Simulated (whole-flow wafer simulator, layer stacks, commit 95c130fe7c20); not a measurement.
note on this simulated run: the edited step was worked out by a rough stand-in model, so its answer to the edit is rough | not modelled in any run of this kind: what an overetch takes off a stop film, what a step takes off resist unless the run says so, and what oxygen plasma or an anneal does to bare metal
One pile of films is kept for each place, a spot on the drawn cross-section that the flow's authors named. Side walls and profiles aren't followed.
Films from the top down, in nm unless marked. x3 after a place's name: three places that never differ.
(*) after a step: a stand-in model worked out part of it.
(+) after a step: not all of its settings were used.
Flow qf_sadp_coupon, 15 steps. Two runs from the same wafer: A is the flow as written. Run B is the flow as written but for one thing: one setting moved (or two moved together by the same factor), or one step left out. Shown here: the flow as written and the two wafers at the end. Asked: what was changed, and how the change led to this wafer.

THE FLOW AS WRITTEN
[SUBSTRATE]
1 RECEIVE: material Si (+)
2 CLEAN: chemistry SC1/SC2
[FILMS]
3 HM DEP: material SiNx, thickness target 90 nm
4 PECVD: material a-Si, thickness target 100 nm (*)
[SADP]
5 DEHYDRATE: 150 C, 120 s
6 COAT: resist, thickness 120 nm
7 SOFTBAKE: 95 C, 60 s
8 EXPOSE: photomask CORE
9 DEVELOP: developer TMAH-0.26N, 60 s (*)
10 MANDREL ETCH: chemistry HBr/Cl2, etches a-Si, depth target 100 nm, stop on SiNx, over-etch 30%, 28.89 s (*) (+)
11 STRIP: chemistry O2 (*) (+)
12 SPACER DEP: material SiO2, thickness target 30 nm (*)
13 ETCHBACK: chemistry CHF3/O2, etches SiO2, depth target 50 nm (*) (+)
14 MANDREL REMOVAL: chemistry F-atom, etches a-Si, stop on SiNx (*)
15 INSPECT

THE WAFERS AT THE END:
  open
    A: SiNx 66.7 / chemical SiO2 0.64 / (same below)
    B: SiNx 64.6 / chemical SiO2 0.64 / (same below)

The cause: step 4, PECVD: thickness target 85.5 nm was run, where the flow has thickness target 100 nm.

How the change led to this, step by step:
  4 PECVD: material a-Si, thickness target 100 nm (*)
      m, open: A a-Si +100 (new film) | B a-Si +85.5 (new film)
  10 MANDREL ETCH: chemistry HBr/Cl2, etches a-Si, depth target 100 nm, stop on SiNx, over-etch 30%, 28.89 s (*) (+)
      open: A a-Si -100 (all of it), SiNx -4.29 | B a-Si -85.5 (all of it), SiNx -6.36
  14 MANDREL REMOVAL: chemistry F-atom, etches a-Si, stop on SiNx (*)
      m: A a-Si -95.8 (all of it) | B a-Si -81.3 (all of it)
